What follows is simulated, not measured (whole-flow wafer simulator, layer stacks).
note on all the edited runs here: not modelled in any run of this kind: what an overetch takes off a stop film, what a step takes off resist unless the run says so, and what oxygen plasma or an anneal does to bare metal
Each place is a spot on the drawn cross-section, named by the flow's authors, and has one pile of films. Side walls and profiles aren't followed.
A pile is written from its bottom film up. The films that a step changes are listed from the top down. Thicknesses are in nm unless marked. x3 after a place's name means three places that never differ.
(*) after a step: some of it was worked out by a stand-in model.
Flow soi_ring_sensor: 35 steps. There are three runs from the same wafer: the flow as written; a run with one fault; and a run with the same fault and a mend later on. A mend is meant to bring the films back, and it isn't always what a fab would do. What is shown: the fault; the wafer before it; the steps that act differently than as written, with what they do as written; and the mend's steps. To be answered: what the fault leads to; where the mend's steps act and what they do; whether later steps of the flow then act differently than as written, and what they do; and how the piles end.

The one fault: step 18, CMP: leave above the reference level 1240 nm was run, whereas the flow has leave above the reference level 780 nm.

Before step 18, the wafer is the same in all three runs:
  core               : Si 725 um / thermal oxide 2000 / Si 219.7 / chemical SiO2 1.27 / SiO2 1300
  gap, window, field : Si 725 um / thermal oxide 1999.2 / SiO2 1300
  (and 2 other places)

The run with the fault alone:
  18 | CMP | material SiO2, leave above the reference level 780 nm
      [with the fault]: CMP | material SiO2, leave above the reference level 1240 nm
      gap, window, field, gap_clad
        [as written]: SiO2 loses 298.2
        [with the fault]: nothing
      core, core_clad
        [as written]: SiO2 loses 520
        [with the fault]: SiO2 loses 60
  Later steps of the flow acting differently than as written (1 other step is not shown; it differs only slightly, by no more than 2% or 0.5 nm, whichever is larger):
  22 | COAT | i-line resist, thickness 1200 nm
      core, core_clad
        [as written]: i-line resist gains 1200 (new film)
        [with the fault]: i-line resist gains 1060 (new film)
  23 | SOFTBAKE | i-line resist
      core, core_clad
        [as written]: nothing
        [with the fault]: i-line resist loses 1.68
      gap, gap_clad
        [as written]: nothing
        [with the fault]: i-line resist loses 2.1
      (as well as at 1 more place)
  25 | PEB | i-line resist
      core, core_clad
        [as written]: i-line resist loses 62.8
        [with the fault]: i-line resist loses 55.1
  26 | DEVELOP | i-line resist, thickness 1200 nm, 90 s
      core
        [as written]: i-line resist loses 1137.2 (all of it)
        [with the fault]: i-line resist loses 1003.2 (all of it)
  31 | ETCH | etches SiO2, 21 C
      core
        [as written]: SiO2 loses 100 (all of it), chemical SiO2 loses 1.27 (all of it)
        [with the fault]: SiO2 loses 462
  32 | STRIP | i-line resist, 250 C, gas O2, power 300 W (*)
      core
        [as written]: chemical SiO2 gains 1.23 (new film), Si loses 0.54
        [with the fault]: nothing
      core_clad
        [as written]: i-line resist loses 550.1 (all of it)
        [with the fault]: i-line resist loses 416.4 (all of it)
  At core, field, core_clad, the piles at the end differ from the flow's by more than 2% or 0.5 nm, whichever is larger.
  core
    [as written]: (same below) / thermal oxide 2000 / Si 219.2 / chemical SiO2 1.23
    [with the fault]: (same below) / thermal oxide 2000 / Si 219.7 / chemical SiO2 1.27 / SiO2 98
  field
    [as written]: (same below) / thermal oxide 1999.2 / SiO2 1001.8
    [with the fault]: (same below) / thermal oxide 1999.2 / SiO2 1300
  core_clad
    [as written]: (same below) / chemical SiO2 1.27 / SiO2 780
    [with the fault]: (same below) / chemical SiO2 1.27 / SiO2 1240

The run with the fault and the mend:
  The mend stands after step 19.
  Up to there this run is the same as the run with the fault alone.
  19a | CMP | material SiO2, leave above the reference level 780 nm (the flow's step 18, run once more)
      gap, window, field, gap_clad
        SiO2 loses 298.2
      core, core_clad
        SiO2 loses 460
  Every later step of the flow that is run acts as written at every place that is followed.
  By the end, the piles equal the flow's at every place that both follow.
